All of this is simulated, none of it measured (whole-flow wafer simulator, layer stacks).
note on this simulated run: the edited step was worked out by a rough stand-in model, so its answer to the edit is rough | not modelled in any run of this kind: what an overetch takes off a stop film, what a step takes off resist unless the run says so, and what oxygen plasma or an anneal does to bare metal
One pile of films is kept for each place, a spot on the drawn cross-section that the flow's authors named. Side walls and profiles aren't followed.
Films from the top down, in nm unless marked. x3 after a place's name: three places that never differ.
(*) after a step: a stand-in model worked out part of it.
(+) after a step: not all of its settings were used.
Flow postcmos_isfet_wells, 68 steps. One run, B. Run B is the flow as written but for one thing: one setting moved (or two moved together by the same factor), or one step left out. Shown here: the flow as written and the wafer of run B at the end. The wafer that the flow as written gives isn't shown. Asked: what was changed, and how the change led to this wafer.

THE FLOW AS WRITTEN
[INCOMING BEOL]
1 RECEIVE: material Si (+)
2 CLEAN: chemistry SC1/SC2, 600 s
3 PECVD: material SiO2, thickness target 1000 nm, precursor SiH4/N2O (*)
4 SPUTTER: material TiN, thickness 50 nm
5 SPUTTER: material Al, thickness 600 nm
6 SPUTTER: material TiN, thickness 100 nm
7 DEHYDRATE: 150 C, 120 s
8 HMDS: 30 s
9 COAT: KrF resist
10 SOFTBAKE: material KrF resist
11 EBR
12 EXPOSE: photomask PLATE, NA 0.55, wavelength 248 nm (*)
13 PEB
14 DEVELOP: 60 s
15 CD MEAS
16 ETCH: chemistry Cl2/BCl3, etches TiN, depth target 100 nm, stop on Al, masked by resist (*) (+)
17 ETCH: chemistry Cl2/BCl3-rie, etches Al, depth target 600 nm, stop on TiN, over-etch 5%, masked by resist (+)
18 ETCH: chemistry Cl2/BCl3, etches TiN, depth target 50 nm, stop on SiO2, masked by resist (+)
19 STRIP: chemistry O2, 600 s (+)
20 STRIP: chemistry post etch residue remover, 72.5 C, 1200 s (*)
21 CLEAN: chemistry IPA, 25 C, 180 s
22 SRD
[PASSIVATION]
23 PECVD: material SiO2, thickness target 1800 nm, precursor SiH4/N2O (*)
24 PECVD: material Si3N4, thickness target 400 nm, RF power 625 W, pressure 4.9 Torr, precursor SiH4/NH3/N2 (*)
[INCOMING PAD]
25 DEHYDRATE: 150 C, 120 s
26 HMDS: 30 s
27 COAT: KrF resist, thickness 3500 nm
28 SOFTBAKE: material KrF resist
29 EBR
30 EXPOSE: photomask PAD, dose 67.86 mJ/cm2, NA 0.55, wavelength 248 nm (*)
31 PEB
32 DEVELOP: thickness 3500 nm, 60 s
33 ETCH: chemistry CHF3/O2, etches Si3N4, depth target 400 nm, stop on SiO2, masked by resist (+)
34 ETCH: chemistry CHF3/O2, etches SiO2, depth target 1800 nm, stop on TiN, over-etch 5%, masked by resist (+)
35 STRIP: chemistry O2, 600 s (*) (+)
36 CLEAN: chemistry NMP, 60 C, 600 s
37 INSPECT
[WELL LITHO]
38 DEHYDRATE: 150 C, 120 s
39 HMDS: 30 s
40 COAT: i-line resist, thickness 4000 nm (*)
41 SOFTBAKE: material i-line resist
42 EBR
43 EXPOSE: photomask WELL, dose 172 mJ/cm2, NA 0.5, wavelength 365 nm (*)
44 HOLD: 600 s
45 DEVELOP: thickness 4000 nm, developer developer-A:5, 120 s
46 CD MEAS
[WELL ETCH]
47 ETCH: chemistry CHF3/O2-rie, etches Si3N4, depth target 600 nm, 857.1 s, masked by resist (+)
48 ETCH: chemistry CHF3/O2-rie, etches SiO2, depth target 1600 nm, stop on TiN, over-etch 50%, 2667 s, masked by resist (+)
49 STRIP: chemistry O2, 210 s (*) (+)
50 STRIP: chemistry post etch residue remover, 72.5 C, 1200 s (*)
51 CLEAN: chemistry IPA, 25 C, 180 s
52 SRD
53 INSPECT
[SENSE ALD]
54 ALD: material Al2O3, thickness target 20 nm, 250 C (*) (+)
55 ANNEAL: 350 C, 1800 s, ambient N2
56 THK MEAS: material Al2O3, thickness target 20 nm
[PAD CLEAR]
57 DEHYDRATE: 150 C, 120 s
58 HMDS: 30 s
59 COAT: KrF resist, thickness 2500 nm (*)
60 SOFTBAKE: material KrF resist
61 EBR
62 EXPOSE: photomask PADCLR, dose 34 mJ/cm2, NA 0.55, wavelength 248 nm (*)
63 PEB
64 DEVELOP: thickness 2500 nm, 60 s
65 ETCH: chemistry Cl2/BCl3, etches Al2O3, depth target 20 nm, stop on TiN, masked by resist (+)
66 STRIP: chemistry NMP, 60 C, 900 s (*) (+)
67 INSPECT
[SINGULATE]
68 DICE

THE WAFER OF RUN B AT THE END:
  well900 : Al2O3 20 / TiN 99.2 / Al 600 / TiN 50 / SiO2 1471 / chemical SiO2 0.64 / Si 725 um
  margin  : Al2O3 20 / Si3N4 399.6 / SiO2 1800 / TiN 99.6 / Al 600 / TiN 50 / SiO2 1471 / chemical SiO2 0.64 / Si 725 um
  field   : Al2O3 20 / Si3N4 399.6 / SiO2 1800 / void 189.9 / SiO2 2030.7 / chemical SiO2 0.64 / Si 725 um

The cause: step 3, PECVD: thickness target 1471 nm was run, where the flow has thickness target 1000 nm.
It can be read off the wafer: well900 has SiO2 1471, and step 3 as written asks for 1000 nm.

How the change led to this, step by step:
  3 PECVD: material SiO2, thickness target 1000 nm, precursor SiH4/N2O (*)
      field, margin, well900, well1300 x3, pad_rim, pad_clr, pad_open: SiO2 +1471 (new film) (as written it would be: SiO2 +1000 (new film))
